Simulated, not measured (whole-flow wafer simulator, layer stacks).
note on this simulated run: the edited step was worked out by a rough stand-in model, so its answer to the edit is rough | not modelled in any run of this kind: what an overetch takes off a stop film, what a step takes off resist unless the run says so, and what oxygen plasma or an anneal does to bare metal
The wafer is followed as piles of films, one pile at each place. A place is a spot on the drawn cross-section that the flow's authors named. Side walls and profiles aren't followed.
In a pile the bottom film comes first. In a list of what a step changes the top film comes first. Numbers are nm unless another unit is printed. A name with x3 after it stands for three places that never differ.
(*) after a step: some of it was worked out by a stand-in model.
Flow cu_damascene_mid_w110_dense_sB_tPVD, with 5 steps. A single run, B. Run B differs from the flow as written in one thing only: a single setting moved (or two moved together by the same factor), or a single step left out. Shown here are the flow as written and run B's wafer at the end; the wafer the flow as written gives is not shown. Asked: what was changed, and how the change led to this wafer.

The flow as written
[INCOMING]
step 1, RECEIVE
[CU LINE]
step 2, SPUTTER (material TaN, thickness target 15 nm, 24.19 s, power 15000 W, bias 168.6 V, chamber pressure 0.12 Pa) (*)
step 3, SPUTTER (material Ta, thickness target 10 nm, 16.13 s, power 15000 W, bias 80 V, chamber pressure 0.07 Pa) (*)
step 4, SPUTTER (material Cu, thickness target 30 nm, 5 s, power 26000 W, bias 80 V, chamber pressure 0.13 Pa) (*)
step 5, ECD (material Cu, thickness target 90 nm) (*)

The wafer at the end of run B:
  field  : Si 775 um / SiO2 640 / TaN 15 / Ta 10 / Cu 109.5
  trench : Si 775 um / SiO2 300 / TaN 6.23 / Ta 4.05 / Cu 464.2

The reason: step 4, SPUTTER: thickness target 19.5 nm was run, though the flow has thickness target 30 nm; step 4, SPUTTER: 3.25 s was run, where the flow has 5 s.

Step by step, how the change led to this:
  step 4, SPUTTER (material Cu, thickness target 30 nm, 5 s, power 26000 W, bias 80 V, chamber pressure 0.13 Pa) (*)
      field: +19.5 Cu (new film) (in the flow as written it would be: +30 Cu (new film))
      trench: +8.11 Cu (new film) (in the flow as written it would be: +12.5 Cu (new film))
